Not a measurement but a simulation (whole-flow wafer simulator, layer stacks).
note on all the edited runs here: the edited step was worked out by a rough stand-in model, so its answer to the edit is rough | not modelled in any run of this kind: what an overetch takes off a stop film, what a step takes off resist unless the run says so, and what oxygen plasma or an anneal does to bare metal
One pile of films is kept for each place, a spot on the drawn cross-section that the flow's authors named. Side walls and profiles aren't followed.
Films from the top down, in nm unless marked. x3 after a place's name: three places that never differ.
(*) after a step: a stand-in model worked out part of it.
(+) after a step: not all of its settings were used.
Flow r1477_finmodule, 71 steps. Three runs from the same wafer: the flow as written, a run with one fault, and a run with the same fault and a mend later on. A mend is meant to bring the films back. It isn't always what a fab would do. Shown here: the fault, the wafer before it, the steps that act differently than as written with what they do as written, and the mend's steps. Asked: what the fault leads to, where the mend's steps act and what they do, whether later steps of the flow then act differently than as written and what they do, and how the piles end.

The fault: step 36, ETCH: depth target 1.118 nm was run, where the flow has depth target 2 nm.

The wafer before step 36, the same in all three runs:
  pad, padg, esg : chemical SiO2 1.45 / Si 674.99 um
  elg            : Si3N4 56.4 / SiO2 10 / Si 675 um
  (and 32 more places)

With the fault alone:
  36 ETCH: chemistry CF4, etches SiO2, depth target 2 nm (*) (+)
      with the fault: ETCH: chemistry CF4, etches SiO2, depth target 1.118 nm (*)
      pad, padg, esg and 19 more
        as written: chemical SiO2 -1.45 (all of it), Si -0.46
        with the fault: chemical SiO2 -1.12
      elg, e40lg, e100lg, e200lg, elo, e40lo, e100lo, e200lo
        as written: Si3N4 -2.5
        with the fault: Si3N4 -1.4
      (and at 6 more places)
  Later steps of the flow that act differently than as written (9 more steps differ only slightly, by at most 2% or 0.5 nm, whichever is larger, and aren't shown):
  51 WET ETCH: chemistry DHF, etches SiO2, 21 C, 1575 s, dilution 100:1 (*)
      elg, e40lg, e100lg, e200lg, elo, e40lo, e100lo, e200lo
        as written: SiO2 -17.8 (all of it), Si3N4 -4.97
        with the fault: SiO2 -16.7 (all of it), Si3N4 -5.06
  At the end the piles differ from the flow's by more than 2% or 0.5 nm, whichever is larger, at elg, e40lg, e100lg, e200lg, elo, e40lo, e100lo, e200lo.
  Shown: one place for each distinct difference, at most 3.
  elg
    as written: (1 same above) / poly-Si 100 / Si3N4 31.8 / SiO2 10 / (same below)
    with the fault: (1 same above) / poly-Si 100 / Si3N4 32.8 / SiO2 10 / (same below)
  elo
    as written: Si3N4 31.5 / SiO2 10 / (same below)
    with the fault: Si3N4 32.6 / SiO2 10 / (same below)

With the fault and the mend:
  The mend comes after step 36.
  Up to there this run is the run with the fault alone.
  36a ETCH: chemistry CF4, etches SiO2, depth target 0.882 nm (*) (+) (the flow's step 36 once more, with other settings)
      pad, padg, esg and 19 more
        chemical SiO2 -0.33 (all of it), Si -0.46
      elg, e40lg, e100lg, e200lg, elo, e40lo, e100lo, e200lo
        Si3N4 -1.1
      s40sg_line, s45sg_line, s50sg_line, s40so_line, s45so_line, s50so_line
        SiO2 -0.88
  No later step of the flow acts differently than as written at any place that is followed.
  At the end the piles are the same as the flow's at every place that both follow.
